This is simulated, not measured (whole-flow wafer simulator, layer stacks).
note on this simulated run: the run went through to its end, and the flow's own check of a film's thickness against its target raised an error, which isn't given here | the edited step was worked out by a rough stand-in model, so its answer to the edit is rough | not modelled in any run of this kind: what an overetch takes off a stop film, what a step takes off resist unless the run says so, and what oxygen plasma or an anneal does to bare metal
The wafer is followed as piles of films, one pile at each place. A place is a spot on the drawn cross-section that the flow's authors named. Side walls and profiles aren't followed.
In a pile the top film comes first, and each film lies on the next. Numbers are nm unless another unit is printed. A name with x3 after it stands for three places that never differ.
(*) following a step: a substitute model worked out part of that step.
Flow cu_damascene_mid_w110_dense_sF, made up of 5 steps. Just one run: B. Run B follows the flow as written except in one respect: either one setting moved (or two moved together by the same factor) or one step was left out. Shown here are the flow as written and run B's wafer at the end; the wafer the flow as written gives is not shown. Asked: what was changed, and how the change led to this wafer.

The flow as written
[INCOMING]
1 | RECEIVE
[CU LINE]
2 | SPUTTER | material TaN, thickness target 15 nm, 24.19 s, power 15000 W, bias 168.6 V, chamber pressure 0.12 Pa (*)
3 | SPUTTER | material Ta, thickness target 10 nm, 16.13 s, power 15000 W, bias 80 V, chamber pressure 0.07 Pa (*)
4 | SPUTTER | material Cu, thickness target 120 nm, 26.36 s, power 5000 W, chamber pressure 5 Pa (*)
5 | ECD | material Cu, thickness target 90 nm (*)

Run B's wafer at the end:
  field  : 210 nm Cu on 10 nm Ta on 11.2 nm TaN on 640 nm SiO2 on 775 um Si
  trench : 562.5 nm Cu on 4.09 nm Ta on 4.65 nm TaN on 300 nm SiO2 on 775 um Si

Cause: step 2, SPUTTER: thickness target 11.2 nm was run, while the flow as written has thickness target 15 nm; step 2, SPUTTER: 18.14 s was run, where the flow has 24.19 s.
The wafer itself shows it: field has TaN 11.2, and step 2 as written asks for 15 nm.

Step by step, how the change led to this:
  2 | SPUTTER | material TaN, thickness target 15 nm, 24.19 s, power 15000 W, bias 168.6 V, chamber pressure 0.12 Pa (*)
      field: TaN gains 11.2 (new film) (in the flow as written it would be: TaN gains 15 (new film))
      trench: TaN gains 4.65 (new film) (in the flow as written it would be: TaN gains 6.23 (new film))
